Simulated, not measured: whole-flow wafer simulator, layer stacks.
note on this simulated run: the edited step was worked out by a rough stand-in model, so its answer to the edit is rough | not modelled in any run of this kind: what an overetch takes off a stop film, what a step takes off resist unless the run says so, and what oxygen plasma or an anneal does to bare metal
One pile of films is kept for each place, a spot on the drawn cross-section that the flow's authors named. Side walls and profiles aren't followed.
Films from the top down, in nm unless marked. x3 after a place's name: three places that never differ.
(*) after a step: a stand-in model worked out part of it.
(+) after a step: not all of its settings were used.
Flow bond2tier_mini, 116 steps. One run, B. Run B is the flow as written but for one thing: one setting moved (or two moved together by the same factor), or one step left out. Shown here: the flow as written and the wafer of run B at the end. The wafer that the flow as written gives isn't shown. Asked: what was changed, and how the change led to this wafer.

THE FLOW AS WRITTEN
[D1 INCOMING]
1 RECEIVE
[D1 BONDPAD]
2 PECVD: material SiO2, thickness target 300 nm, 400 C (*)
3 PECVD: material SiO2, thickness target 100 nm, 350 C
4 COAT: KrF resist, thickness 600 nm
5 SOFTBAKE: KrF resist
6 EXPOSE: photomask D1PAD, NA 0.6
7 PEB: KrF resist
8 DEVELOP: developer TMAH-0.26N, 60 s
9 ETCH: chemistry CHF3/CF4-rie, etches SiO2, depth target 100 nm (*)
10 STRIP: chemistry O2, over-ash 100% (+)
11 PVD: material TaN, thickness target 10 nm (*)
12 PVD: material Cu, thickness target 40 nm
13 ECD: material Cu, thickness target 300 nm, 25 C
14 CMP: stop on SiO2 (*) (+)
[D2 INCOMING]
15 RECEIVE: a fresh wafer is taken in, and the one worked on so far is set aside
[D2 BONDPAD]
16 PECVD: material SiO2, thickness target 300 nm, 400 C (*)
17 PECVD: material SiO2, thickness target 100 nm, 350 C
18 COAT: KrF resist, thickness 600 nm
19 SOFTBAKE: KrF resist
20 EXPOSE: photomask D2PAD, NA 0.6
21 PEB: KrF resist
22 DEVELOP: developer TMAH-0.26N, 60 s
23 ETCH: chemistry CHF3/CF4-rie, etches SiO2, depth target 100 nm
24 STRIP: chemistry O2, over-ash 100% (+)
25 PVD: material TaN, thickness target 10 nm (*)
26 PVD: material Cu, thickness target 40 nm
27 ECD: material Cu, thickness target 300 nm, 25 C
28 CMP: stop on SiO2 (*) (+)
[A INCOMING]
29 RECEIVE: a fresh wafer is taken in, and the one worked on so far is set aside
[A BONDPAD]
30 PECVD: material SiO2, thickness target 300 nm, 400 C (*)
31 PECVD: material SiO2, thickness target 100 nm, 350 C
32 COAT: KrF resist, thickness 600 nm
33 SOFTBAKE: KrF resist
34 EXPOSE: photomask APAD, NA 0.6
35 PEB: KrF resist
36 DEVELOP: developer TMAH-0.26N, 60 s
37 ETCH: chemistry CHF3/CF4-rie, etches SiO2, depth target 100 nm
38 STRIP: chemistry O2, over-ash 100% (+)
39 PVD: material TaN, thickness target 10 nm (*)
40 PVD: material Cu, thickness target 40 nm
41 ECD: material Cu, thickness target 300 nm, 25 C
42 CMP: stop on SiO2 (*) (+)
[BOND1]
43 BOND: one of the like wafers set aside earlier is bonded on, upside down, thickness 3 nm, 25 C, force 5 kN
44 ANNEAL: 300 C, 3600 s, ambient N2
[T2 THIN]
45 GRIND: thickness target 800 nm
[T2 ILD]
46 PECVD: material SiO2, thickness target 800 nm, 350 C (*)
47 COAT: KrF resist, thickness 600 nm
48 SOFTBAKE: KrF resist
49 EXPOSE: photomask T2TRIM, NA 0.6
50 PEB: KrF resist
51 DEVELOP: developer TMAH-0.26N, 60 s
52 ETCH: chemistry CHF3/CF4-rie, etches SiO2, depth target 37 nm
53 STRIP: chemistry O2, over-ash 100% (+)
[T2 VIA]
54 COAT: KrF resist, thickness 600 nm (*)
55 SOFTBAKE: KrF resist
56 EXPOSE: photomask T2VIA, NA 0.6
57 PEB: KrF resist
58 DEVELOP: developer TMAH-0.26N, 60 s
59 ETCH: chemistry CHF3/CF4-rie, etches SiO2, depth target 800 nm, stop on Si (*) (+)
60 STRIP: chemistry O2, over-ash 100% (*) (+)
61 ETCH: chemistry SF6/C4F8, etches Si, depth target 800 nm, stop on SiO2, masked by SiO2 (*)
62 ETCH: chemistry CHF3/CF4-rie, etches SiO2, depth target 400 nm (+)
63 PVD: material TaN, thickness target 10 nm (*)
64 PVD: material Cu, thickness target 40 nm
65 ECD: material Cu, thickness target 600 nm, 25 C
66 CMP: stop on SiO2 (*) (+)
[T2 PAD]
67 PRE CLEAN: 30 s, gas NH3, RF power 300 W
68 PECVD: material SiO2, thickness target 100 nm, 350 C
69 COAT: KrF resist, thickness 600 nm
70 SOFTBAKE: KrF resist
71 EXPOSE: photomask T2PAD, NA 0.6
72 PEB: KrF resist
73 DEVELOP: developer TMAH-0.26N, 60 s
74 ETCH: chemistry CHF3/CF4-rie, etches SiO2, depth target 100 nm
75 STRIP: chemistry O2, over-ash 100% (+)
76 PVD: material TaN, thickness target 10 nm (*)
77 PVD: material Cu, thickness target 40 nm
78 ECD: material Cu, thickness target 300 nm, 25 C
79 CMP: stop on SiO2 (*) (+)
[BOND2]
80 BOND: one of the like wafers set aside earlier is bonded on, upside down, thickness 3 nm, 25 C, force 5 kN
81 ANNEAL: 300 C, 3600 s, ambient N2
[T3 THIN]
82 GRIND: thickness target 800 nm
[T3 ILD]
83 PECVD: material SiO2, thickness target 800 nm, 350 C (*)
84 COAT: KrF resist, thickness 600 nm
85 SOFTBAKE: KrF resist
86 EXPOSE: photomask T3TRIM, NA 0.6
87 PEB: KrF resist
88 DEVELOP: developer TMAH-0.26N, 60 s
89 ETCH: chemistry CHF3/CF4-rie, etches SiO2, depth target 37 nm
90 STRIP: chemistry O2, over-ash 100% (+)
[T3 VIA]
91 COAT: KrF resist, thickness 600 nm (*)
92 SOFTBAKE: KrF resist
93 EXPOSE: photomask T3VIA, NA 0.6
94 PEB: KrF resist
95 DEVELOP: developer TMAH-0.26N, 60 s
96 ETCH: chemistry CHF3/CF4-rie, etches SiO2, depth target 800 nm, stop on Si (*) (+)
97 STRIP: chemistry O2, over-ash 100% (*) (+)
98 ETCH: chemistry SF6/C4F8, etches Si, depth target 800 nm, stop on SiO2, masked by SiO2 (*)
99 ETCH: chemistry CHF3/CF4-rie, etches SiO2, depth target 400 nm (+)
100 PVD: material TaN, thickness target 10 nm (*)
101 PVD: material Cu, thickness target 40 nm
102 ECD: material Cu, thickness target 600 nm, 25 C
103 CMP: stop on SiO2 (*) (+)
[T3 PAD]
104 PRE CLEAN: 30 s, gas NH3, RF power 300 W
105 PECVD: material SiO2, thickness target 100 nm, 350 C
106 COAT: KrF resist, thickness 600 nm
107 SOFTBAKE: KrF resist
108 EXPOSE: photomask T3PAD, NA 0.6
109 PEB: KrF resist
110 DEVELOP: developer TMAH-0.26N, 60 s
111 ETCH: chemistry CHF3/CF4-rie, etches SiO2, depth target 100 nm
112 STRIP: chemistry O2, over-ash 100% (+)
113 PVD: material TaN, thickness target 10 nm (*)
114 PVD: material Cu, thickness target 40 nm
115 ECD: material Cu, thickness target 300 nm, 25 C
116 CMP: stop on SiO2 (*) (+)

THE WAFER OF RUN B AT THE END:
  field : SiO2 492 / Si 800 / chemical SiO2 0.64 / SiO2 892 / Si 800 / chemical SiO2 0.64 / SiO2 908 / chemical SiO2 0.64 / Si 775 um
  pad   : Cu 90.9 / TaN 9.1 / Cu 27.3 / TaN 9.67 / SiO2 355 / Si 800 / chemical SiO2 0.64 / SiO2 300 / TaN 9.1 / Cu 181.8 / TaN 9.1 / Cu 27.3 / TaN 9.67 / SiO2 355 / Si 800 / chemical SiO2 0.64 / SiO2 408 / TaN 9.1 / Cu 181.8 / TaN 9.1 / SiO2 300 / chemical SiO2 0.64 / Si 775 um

The cause: step 2, PECVD: thickness target 408 nm was run, where the flow has thickness target 300 nm.
It can be read off the wafer: pad has SiO2 408, and step 2 as written asks for 300 nm.

How the change led to this, step by step:
  2 PECVD: material SiO2, thickness target 300 nm, 400 C (*)
      field, pad, via: SiO2 +408 (new film) (as written it would be: SiO2 +300 (new film))
  43 BOND: one of the like wafers set aside earlier is bonded on, upside down, thickness 3 nm, 25 C, force 5 kN
      field: Si +775 um (new film), chemical SiO2 +0.64 (new film), SiO2 +508 (as written it would be: Si +775 um (new film), chemical SiO2 +0.64 (new film), SiO2 +400)
      pad: Si +775 um (new film), chemical SiO2 +0.64 (new film), SiO2 +408 (new film), TaN +9.1 (new film), Cu +90.9 (as written it would be: Si +775 um (new film), chemical SiO2 +0.64 (new film), SiO2 +300 (new film), TaN +9.1 (new film), Cu +90.9)
      (and at 1 more place)
